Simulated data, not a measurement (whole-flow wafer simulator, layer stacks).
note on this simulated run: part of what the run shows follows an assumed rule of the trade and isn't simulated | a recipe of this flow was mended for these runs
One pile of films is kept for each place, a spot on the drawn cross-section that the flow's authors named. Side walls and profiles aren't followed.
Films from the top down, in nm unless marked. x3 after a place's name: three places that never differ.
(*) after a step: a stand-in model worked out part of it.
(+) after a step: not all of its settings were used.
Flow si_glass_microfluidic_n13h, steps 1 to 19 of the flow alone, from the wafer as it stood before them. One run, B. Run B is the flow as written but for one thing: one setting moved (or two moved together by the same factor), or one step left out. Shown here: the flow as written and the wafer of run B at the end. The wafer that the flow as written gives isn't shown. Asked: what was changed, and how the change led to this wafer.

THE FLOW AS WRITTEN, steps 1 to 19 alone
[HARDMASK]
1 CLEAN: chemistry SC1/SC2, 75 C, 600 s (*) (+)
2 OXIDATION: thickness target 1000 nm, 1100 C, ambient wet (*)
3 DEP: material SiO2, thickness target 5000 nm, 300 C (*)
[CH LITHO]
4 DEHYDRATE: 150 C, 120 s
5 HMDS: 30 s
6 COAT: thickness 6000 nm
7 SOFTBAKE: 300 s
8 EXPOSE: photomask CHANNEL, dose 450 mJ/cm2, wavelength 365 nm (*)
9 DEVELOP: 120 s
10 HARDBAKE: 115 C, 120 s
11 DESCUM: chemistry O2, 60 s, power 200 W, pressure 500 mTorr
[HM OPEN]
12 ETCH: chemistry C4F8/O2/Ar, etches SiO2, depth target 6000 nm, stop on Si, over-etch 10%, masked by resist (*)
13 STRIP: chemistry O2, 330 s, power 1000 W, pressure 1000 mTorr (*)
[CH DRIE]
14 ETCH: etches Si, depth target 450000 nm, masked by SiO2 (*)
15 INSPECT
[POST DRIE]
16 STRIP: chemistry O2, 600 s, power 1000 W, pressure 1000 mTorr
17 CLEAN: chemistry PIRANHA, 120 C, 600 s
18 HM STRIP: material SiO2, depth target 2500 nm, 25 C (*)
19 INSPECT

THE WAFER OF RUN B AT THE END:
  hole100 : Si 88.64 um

The cause: step 12, ETCH: depth target 7440 nm was run, where the flow has depth target 6000 nm.

How the change led to this, step by step:
  12 ETCH: chemistry C4F8/O2/Ar, etches SiO2, depth target 6000 nm, stop on Si, over-etch 10%, masked by resist (*)
      land: thick-i-line-resist -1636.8 (as written it would be: thick-i-line-resist -1320)
      hole100: SiO2 -6000 (all of it), Si -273 (as written it would be: SiO2 -6000 (all of it), Si -75)
  13 STRIP: chemistry O2, 330 s, power 1000 W, pressure 1000 mTorr (*)
      land: thick-i-line-resist -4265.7 (all of it) (as written it would be: thick-i-line-resist -4582.5 (all of it))
